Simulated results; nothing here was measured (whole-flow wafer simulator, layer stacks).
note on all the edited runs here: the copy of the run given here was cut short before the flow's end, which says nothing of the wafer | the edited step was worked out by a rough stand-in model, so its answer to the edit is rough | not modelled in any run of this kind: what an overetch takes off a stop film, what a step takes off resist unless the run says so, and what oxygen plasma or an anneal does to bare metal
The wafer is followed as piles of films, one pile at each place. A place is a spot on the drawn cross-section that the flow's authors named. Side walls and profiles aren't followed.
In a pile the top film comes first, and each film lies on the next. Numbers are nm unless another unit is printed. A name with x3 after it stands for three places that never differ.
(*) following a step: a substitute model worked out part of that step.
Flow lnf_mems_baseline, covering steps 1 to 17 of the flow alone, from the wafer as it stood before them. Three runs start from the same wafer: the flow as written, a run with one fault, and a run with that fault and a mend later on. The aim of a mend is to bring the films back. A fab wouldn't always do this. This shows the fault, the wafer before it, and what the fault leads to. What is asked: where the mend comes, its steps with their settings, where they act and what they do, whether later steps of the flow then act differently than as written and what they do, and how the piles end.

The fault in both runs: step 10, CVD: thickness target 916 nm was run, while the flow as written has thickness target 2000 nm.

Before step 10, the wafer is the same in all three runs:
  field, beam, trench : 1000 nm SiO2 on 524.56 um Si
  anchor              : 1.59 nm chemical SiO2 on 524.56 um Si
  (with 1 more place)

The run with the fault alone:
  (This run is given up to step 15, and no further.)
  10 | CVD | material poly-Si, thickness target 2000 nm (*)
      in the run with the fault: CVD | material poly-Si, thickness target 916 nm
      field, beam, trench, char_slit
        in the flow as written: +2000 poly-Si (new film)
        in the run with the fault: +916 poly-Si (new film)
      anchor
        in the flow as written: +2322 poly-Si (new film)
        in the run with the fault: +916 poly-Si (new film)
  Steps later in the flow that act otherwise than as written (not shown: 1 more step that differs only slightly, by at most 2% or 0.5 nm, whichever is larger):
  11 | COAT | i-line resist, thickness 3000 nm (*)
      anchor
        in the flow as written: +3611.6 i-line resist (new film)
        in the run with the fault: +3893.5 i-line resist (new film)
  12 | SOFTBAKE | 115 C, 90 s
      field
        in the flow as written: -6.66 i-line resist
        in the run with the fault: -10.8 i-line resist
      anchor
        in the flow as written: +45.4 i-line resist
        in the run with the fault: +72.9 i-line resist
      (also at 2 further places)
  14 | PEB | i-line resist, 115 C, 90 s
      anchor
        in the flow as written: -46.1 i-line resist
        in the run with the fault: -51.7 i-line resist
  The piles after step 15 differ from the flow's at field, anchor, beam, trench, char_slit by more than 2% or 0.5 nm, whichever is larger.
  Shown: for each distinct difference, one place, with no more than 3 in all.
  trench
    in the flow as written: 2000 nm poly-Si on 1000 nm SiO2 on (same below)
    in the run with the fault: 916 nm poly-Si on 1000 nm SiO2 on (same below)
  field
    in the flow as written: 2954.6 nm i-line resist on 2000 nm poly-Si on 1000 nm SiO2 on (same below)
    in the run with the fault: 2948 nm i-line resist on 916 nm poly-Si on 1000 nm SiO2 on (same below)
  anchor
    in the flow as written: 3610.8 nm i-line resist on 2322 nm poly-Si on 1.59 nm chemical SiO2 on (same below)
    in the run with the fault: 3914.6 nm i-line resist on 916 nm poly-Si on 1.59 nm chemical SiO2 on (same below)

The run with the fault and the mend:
  The mend stands after step 10.
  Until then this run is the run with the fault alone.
  10a | ETCH | chemistry tmah, depth target 1180 nm
      field, anchor, beam, trench, char_slit
        -916 poly-Si (all of it)
  10b | CLEAN | chemistry SC1/SC2 (the flow's step 1, run once more)
      leaves every film unchanged at each place that is followed
  10c | CVD | material poly-Si, thickness target 2000 nm (*) (the flow's step 10, run once more)
      field, beam, trench, char_slit
        +2000 poly-Si (new film)
      anchor
        +2322 poly-Si (new film)
  Later steps of the flow that are run all act as written at every place that is followed.
  At every place that both follow, the piles at the end match the flow's.
